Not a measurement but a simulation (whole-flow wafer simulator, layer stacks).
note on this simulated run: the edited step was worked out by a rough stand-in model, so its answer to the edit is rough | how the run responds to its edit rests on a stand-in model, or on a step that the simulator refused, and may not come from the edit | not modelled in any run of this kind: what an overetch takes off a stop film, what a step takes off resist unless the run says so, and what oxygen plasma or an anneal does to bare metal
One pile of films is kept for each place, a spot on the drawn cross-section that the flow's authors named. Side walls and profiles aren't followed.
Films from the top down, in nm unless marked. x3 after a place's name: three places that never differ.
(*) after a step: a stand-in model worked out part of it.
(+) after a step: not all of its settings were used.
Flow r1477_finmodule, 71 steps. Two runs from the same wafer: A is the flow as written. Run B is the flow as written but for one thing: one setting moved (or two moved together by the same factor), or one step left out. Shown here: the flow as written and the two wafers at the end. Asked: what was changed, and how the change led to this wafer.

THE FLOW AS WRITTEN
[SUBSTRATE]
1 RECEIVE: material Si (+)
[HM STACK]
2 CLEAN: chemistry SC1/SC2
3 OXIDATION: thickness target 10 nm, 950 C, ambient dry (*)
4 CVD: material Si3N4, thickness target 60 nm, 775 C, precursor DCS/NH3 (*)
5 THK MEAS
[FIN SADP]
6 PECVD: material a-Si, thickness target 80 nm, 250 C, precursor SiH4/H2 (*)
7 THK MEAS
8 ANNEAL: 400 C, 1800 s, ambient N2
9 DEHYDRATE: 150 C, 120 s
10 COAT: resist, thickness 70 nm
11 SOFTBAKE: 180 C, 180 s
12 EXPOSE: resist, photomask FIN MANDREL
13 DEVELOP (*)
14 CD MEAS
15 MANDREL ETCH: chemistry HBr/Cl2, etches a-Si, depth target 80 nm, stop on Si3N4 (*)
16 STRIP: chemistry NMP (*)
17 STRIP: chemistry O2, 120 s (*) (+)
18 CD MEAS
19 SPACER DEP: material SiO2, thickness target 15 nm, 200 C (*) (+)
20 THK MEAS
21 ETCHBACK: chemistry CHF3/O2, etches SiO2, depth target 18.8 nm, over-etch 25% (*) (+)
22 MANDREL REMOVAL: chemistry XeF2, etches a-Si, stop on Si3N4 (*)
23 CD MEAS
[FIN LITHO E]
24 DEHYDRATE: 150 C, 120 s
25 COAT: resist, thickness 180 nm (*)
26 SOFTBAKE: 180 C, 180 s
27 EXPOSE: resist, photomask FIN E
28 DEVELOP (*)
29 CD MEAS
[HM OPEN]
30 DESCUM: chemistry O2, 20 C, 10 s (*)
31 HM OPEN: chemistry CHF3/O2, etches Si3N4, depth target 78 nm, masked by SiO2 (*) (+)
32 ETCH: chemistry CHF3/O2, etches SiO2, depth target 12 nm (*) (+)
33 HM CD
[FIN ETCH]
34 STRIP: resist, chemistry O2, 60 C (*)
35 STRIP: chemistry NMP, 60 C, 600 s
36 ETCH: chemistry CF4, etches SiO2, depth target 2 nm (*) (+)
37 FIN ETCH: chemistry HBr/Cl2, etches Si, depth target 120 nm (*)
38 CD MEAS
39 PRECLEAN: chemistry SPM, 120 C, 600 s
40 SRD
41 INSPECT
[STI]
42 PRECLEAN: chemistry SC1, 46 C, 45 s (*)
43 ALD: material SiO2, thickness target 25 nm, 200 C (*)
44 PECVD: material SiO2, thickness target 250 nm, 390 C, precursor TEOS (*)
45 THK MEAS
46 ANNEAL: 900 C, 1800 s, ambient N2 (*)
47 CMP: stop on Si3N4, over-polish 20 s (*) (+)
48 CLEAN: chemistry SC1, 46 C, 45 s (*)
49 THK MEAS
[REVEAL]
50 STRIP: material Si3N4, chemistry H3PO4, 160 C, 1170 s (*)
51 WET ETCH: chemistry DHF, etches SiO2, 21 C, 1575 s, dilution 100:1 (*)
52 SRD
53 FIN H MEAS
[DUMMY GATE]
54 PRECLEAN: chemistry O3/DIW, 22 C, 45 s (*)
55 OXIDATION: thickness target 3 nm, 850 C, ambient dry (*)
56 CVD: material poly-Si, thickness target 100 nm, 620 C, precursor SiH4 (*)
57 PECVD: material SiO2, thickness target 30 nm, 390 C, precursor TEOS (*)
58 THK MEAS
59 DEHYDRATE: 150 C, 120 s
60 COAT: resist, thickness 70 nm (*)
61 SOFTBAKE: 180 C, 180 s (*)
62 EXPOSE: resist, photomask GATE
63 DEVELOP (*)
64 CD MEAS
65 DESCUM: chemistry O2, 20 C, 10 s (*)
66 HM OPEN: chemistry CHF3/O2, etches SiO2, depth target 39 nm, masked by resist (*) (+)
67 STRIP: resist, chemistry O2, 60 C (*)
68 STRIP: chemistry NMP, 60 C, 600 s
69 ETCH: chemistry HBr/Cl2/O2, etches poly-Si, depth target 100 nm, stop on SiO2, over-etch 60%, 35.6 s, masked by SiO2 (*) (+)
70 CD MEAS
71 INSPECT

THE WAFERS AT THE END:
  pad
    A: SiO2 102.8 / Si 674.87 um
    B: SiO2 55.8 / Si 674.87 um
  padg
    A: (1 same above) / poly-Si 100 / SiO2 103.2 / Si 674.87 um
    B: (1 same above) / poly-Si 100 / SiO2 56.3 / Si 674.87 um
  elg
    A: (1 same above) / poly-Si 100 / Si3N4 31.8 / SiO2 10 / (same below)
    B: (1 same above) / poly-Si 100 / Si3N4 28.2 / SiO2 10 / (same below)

The cause: step 51, WET ETCH: 2441 s was run, where the flow has 1575 s.

How the change led to this, step by step:
  51 WET ETCH: chemistry DHF, etches SiO2, 21 C, 1575 s, dilution 100:1 (*)
      pad, padg, e40sg and 12 more: A SiO2 -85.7 | B SiO2 -132.8
      elg, e40lg, e100lg, e200lg, elo, e40lo, e100lo, e200lo: A SiO2 -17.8 (all of it), Si3N4 -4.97 | B SiO2 -17.8 (all of it), Si3N4 -8.5
      (and at 7 more places)
  56 CVD: material poly-Si, thickness target 100 nm, 620 C, precursor SiH4 (*)
      s40cg, s40co: A poly-Si +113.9 (new film) | B poly-Si +159.4 (new film)
      s45cg, s45co: A poly-Si +113.4 (new film) | B poly-Si +159.4 (new film)
      (and at 3 more places)
  60 COAT: resist, thickness 70 nm (*)
      e40lg, e100lg, e200lg, elo, e40lo, e100lo, e200lo: A resist +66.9 (new film) | B resist +64.7 (new film)
      e40sg, eso, e40so: A resist +129.5 (new film) | B resist +170.8 (new film)
      (and at 18 more places)
  63 DEVELOP (*)
      elo, e40lo, e100lo, e200lo: A resist -66.9 (all of it) | B resist -64.7 (all of it)
      eso, e40so: A resist -129.5 (all of it) | B resist -170.8 (all of it)
      (and at 9 more places)
  67 STRIP: resist, chemistry O2, 60 C (*)
      e40lg, e100lg, e200lg: A resist -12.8 (all of it) | B resist -10.6 (all of it)
      e40sg: A resist -75.4 (all of it) | B resist -116.7 (all of it)
      (and at 11 more places)
  69 ETCH: chemistry HBr/Cl2/O2, etches poly-Si, depth target 100 nm, stop on SiO2, over-etch 60%, 35.6 s, masked by SiO2 (*) (+)
      s40co: A chemical SiO2 -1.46 (all of it), poly-Si -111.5 (all of it), SiO2 -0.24 | B chemical SiO2 -1.62 (all of it), poly-Si -156.9 (all of it)
      s45co: A chemical SiO2 -1.46 (all of it), poly-Si -110.9 (all of it), SiO2 -0.25 | B chemical SiO2 -1.62 (all of it), poly-Si -156.9 (all of it)
      (and at 1 more place)
